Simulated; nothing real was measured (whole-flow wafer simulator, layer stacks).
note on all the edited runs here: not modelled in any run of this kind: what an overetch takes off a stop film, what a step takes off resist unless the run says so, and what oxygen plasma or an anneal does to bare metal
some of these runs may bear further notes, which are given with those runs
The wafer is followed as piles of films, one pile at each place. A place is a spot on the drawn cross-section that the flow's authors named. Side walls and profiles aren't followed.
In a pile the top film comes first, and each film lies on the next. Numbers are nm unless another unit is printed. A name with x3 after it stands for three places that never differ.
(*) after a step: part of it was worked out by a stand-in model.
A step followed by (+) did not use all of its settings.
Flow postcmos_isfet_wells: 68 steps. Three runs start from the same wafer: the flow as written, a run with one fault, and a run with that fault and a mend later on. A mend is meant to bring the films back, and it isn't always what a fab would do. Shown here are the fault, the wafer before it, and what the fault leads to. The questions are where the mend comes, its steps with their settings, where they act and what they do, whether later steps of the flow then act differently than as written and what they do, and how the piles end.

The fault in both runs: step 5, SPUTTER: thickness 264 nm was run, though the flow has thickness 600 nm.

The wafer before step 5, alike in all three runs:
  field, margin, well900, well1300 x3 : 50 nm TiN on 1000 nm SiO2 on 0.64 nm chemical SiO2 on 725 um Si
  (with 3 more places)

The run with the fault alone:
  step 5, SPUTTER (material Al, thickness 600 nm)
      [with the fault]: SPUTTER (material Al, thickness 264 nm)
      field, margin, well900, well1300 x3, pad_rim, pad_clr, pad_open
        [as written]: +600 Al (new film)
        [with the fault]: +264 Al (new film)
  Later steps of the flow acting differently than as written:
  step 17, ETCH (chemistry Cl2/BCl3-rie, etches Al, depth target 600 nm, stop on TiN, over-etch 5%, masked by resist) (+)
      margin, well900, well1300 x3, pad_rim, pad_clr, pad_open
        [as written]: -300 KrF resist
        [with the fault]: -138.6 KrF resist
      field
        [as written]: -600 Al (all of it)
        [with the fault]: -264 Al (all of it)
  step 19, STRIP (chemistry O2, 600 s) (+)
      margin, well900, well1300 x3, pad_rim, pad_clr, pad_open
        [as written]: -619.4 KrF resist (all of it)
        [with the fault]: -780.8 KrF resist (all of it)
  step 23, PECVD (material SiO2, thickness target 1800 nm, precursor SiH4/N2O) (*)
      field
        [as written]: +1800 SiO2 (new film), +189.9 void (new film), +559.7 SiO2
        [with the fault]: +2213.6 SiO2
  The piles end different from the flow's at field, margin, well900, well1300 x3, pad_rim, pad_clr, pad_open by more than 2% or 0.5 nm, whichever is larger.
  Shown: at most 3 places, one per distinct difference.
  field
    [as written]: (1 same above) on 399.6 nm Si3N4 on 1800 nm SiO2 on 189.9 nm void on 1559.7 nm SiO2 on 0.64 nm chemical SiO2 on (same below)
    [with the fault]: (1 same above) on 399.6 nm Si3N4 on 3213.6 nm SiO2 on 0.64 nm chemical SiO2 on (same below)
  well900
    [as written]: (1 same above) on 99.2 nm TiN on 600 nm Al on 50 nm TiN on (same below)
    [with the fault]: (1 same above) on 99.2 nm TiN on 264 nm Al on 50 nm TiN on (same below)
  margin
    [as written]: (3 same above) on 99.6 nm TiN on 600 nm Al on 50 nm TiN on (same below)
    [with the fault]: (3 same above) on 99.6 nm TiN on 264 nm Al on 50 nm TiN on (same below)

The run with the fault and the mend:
  The mend follows step 5.
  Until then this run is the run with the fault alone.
  step 5a, SPUTTER (material Al, thickness 336 nm) (the flow's step 5, run once more with other settings)
      field, margin, well900, well1300 x3, pad_rim, pad_clr, pad_open
        +336 Al
  Every later step of the flow that is run acts as written at every place that is followed.
  At every place that both follow, the piles at the end match the flow's.
